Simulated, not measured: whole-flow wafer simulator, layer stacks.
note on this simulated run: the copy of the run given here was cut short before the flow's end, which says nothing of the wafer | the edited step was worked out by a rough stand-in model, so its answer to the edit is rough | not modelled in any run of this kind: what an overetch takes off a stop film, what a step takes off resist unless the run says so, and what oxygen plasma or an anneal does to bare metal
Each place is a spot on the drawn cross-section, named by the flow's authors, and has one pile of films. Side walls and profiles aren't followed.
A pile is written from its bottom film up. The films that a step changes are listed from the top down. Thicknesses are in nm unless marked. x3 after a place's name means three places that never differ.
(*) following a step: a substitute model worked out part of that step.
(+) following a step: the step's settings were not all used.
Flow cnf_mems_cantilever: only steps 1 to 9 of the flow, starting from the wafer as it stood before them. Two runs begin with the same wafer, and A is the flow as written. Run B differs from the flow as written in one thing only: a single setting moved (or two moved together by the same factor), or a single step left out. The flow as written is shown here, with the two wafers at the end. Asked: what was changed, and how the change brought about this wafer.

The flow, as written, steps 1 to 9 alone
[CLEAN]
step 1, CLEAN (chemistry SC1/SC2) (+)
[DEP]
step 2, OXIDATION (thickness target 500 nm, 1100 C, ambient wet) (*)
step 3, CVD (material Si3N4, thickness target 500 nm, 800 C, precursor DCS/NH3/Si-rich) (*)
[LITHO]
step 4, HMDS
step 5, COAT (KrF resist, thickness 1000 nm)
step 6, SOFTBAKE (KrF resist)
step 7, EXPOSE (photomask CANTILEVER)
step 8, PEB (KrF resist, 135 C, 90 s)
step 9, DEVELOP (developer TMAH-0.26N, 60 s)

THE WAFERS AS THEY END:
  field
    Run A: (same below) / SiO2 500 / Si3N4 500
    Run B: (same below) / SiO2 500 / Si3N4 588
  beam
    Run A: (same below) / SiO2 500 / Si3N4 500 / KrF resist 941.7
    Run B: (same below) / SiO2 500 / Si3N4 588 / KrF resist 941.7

Cause: step 3, CVD: thickness target 588 nm was run, while the flow as written has thickness target 500 nm.
The wafer lets one read it off: field has Si3N4 588, and step 3 as written asks for 500 nm.

How this came from the change, step by step:
  step 3, CVD (material Si3N4, thickness target 500 nm, 800 C, precursor DCS/NH3/Si-rich) (*)
      field, beam: A +500 Si3N4 (new film) | B +588 Si3N4 (new film)
